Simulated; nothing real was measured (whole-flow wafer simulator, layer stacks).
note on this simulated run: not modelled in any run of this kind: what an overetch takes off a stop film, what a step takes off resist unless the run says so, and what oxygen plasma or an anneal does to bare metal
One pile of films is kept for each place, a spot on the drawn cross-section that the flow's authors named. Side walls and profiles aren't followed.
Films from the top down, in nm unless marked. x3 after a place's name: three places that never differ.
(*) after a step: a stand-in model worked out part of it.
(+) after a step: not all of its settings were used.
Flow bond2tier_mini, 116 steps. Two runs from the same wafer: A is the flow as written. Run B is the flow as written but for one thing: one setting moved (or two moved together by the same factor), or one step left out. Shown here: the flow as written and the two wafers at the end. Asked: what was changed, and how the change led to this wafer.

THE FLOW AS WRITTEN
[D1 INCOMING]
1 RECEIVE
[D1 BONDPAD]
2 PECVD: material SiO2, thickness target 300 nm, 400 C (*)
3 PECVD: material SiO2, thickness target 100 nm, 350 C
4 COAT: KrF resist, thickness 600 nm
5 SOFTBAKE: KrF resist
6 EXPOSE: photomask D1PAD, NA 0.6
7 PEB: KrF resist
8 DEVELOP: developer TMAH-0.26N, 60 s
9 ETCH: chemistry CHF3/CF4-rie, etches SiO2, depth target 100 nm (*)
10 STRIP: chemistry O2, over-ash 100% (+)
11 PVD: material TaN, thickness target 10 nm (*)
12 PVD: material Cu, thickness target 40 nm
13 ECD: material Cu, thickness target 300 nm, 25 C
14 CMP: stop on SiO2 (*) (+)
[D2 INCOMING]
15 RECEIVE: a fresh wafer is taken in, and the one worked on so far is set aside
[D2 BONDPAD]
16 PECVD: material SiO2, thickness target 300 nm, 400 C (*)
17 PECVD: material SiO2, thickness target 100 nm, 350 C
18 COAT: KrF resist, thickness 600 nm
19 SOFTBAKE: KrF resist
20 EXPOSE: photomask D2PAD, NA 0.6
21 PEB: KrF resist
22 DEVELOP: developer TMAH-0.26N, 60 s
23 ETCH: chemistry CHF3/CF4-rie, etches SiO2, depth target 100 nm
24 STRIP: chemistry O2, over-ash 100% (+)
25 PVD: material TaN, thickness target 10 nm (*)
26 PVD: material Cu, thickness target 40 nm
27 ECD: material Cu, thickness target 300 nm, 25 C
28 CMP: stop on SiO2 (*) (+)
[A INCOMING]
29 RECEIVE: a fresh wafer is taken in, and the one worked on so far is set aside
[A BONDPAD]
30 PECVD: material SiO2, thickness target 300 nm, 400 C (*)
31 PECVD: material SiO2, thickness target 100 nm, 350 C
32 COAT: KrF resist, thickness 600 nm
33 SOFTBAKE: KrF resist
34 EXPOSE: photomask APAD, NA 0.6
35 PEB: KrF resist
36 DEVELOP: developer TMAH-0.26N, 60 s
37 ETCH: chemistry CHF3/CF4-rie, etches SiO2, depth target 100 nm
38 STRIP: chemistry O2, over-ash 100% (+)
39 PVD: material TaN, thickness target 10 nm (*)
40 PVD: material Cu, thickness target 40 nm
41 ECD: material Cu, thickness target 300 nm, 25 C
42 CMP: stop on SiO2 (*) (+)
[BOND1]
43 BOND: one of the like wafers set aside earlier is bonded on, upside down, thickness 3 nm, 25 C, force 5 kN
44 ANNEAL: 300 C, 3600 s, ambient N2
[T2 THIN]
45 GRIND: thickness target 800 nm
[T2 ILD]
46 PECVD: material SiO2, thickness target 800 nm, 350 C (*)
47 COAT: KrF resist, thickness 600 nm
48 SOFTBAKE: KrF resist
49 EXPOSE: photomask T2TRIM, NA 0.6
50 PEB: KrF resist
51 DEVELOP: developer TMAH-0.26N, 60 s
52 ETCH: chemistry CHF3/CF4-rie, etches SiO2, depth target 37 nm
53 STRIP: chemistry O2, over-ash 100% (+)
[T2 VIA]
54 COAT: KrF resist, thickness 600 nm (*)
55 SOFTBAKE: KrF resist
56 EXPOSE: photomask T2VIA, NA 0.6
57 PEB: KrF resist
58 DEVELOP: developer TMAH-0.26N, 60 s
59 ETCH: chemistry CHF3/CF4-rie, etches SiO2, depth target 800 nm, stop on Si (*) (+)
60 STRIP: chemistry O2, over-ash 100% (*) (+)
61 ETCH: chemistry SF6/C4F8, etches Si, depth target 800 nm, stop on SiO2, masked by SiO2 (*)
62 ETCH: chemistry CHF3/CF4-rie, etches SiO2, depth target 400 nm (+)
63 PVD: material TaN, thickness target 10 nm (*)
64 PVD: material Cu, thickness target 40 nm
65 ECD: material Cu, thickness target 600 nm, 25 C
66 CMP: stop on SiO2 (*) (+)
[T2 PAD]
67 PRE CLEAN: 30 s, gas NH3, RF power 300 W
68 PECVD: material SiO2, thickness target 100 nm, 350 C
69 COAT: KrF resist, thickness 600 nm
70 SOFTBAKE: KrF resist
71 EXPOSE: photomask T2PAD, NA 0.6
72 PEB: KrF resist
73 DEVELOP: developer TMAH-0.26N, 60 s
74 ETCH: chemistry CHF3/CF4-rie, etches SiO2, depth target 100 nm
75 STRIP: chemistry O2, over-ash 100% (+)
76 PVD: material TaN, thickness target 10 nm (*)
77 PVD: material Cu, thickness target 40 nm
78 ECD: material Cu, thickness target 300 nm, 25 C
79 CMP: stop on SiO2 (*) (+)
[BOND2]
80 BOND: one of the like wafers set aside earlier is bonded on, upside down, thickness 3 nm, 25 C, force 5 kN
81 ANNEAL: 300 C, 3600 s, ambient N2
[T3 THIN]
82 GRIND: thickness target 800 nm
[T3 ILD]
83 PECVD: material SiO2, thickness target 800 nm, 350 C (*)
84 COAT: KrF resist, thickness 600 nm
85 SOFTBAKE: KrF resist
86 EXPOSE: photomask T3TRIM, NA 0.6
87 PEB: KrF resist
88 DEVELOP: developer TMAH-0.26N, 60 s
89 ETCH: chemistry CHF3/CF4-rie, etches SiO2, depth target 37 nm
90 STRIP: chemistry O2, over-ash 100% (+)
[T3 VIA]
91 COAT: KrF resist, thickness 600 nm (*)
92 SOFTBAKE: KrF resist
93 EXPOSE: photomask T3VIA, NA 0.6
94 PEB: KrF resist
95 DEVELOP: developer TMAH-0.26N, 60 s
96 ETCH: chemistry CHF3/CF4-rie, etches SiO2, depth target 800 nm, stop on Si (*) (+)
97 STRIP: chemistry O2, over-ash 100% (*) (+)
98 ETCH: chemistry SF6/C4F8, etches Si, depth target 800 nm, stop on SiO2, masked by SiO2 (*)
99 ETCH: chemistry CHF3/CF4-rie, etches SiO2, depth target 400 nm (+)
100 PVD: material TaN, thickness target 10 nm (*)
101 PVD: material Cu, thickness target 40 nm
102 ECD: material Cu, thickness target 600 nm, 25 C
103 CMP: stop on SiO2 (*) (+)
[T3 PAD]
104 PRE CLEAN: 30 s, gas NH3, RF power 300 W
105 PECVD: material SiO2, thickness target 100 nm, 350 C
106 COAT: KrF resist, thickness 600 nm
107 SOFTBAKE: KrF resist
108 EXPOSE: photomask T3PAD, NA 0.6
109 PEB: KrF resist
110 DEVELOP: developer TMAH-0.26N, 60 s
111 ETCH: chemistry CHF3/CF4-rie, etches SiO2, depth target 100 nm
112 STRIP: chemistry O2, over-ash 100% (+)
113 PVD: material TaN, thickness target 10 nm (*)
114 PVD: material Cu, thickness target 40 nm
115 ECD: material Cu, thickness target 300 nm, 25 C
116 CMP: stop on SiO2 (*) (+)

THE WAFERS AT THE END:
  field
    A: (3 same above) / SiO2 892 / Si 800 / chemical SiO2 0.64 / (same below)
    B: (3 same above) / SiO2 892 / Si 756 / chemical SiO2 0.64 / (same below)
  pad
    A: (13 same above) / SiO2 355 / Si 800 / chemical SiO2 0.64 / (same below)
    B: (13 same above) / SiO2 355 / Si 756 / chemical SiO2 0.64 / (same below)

The cause: step 45, GRIND: thickness target 756 nm was run, where the flow has thickness target 800 nm.
It can be read off the wafer: field has Si 756, and step 45 as written asks for 800 nm.

How the change led to this, step by step:
  45 GRIND: thickness target 800 nm
      field, pad, via: A Si -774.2 um | B Si -774.24 um
